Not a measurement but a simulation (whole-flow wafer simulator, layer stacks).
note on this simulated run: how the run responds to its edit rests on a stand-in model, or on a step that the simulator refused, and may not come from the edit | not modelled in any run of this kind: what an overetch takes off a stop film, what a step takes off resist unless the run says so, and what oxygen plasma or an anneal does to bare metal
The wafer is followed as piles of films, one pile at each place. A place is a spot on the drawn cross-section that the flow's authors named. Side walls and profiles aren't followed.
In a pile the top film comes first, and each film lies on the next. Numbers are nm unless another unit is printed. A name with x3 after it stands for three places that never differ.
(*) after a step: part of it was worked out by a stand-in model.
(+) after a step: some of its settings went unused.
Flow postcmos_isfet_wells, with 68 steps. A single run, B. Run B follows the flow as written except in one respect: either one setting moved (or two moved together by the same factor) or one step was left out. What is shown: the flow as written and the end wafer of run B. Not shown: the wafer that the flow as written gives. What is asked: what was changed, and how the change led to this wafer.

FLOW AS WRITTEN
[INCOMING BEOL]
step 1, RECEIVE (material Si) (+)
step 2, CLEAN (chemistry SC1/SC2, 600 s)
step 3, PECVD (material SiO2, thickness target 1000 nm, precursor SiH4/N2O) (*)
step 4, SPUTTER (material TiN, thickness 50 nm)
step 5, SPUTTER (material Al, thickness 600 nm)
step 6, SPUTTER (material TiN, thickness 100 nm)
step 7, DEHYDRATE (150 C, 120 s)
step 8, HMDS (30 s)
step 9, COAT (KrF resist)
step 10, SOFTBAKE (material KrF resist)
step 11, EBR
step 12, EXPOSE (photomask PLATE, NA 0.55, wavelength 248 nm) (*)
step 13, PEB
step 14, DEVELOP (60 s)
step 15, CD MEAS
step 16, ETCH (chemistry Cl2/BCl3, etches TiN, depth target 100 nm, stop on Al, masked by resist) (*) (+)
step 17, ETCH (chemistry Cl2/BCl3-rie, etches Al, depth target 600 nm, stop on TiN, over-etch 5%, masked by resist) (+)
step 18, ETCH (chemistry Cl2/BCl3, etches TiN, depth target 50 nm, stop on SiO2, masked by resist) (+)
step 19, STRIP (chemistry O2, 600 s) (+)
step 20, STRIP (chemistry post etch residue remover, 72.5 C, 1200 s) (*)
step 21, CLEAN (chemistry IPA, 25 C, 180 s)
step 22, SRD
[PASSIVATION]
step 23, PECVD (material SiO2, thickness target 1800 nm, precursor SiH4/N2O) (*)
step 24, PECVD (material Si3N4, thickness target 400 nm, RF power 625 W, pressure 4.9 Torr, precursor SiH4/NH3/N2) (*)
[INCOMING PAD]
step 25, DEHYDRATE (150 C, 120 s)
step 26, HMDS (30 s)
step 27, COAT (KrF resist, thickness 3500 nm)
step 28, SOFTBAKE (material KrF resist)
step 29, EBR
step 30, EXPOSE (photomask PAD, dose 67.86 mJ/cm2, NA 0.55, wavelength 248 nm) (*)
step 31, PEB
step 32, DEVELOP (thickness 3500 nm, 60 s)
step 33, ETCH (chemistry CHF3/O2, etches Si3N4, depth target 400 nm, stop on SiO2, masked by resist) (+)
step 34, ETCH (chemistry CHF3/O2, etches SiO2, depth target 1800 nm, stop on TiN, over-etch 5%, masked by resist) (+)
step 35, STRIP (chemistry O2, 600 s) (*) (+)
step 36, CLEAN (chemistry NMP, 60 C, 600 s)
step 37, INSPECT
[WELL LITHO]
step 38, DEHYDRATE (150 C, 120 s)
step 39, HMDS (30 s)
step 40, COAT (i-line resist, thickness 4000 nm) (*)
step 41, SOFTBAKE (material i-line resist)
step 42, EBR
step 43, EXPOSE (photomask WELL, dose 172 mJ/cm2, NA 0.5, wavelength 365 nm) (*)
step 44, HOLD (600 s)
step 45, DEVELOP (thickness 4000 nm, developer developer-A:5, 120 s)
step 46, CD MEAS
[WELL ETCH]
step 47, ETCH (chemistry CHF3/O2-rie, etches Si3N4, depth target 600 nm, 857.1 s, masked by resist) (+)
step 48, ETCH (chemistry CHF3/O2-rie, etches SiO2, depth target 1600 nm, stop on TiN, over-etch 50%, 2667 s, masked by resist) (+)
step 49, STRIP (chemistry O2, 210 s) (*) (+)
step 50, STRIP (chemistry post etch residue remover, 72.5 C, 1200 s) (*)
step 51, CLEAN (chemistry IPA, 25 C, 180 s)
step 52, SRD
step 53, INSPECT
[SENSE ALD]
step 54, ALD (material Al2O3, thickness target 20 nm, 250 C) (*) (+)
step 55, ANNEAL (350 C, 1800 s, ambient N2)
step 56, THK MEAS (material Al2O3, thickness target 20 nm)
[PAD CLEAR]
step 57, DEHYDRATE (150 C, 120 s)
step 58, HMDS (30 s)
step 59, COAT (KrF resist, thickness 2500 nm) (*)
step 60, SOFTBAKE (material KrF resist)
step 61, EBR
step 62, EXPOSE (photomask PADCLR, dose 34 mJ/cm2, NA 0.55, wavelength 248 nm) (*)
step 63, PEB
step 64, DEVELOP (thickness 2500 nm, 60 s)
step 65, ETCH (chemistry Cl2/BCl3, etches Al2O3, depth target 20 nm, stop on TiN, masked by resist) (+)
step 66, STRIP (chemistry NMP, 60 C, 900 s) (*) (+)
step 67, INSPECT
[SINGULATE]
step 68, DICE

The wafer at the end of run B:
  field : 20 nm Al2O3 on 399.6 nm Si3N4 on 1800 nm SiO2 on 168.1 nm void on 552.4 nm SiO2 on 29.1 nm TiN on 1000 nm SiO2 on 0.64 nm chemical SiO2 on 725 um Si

The reason: step 18, ETCH: depth target 20.5 nm was run, though the flow has depth target 50 nm.

Step by step, how the change led to this:
  step 18, ETCH (chemistry Cl2/BCl3, etches TiN, depth target 50 nm, stop on SiO2, masked by resist) (+)
      field: TiN loses 20.5 (in the flow as written it would be: TiN loses 50 (all of it))
      margin, well900, well1300 x3, pad_rim, pad_clr, pad_open: KrF resist loses 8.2 (in the flow as written it would be: KrF resist loses 20)
  step 23, PECVD (material SiO2, thickness target 1800 nm, precursor SiH4/N2O) (*)
      field: SiO2 gains 1800 (new film), void gains 168.1 (new film), SiO2 gains 552.4 (new film) (in the flow as written it would be: SiO2 gains 1800 (new film), void gains 189.9 (new film), SiO2 gains 559.7)
Taking metal films that touch as one body, field has 1 body; the flow as written gives 0 bodies.
